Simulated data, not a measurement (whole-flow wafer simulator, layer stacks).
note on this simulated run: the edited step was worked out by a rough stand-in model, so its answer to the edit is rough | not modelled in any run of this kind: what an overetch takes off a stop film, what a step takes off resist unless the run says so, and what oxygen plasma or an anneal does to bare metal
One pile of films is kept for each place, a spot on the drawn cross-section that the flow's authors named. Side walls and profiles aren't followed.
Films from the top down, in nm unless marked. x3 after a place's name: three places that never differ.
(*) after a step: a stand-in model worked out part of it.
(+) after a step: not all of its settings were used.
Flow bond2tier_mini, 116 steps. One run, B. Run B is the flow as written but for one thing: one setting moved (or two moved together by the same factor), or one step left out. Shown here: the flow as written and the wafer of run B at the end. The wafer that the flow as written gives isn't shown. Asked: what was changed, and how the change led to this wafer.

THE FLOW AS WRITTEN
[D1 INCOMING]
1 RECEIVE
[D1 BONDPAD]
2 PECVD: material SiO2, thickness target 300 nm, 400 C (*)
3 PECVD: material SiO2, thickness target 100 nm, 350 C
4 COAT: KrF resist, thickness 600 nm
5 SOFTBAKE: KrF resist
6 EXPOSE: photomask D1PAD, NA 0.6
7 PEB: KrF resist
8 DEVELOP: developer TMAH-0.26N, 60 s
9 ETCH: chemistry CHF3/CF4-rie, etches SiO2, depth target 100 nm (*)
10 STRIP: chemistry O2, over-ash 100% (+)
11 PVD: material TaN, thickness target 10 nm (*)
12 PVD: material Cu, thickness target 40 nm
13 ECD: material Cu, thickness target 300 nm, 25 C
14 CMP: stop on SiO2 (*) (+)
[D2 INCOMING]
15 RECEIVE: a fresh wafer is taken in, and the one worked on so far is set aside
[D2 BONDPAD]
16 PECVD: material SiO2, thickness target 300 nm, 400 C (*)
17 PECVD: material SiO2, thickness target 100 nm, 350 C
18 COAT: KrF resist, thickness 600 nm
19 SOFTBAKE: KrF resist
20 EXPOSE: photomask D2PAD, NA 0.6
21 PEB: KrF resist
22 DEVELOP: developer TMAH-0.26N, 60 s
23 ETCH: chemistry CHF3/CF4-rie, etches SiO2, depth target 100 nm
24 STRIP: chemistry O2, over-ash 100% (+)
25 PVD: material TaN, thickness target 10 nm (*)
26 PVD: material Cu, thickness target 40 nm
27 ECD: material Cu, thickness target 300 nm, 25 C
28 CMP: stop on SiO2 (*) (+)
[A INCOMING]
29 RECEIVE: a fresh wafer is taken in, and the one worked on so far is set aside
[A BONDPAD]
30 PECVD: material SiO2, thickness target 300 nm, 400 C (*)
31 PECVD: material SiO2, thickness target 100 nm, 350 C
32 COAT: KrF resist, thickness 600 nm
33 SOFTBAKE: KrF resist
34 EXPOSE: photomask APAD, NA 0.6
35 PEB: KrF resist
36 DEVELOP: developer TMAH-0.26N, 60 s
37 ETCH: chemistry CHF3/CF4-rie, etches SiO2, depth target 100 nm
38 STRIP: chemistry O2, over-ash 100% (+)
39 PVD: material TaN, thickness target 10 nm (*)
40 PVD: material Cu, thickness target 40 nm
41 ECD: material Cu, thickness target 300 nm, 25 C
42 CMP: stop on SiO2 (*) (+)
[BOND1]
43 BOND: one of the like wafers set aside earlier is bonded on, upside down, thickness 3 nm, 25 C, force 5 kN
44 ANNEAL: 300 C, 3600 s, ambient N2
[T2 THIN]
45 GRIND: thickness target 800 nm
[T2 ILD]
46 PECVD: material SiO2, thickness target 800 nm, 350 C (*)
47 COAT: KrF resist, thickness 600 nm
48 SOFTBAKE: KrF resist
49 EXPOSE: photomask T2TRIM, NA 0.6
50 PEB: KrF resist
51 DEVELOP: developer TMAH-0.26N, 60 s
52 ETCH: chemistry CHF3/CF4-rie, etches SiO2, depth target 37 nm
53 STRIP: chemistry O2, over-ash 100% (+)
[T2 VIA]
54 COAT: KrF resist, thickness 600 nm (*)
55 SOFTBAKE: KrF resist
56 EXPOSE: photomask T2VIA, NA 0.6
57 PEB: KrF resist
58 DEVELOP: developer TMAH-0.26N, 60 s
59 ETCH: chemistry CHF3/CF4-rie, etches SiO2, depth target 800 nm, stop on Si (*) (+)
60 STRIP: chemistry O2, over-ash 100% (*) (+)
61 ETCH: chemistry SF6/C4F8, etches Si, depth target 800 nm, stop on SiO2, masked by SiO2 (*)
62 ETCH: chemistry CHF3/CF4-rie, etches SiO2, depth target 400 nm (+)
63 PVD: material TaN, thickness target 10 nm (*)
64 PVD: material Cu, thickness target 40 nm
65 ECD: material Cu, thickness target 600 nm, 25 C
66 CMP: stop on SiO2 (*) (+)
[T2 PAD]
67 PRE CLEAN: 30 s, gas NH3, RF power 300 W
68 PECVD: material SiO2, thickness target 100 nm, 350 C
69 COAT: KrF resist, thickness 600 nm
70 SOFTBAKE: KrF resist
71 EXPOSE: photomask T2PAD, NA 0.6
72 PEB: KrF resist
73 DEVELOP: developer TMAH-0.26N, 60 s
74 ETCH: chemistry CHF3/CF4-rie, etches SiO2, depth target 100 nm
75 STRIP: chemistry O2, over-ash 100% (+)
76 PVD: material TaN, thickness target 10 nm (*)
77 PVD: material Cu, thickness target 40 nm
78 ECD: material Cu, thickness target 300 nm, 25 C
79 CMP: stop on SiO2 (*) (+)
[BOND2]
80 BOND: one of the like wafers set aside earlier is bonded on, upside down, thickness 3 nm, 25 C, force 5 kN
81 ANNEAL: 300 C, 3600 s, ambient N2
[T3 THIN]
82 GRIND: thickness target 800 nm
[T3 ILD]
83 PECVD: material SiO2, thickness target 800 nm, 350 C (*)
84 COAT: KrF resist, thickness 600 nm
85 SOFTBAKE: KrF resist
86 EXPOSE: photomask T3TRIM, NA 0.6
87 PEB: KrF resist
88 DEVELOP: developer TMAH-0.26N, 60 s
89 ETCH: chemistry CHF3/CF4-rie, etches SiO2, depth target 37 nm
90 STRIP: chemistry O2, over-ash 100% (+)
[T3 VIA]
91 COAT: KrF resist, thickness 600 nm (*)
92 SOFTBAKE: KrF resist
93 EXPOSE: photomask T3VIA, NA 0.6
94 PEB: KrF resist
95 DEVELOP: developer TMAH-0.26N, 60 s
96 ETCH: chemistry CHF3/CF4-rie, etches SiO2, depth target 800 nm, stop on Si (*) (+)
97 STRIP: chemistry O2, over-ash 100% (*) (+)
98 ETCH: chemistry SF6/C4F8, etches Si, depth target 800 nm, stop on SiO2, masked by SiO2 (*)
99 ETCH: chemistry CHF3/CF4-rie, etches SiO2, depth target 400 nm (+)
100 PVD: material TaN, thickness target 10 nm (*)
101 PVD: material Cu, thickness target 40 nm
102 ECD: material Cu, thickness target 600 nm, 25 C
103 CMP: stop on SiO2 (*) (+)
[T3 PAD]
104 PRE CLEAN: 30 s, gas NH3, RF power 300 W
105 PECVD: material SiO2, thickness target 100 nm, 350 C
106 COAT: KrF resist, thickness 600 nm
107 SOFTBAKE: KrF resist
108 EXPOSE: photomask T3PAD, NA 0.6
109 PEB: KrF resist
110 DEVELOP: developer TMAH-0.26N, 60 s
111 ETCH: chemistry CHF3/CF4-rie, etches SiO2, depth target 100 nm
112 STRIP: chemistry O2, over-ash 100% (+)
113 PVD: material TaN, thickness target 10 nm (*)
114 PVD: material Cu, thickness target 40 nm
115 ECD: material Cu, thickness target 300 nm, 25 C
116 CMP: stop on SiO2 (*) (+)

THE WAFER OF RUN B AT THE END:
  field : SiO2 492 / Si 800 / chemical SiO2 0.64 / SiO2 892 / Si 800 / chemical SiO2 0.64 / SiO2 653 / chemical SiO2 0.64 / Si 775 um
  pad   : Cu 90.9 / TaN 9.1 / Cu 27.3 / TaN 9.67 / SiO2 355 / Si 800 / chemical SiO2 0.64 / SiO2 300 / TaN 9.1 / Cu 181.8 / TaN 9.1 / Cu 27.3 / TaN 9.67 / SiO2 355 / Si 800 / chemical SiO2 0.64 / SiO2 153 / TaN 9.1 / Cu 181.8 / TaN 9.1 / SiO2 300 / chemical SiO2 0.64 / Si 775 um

The cause: step 2, PECVD: thickness target 153 nm was run, where the flow has thickness target 300 nm.
It can be read off the wafer: pad has SiO2 153, and step 2 as written asks for 300 nm.

How the change led to this, step by step:
  2 PECVD: material SiO2, thickness target 300 nm, 400 C (*)
      field, pad, via: SiO2 +153 (new film) (as written it would be: SiO2 +300 (new film))
  43 BOND: one of the like wafers set aside earlier is bonded on, upside down, thickness 3 nm, 25 C, force 5 kN
      field: Si +775 um (new film), chemical SiO2 +0.64 (new film), SiO2 +253 (as written it would be: Si +775 um (new film), chemical SiO2 +0.64 (new film), SiO2 +400)
      pad: Si +775 um (new film), chemical SiO2 +0.64 (new film), SiO2 +153 (new film), TaN +9.1 (new film), Cu +90.9 (as written it would be: Si +775 um (new film), chemical SiO2 +0.64 (new film), SiO2 +300 (new film), TaN +9.1 (new film), Cu +90.9)
      (and at 1 more place)
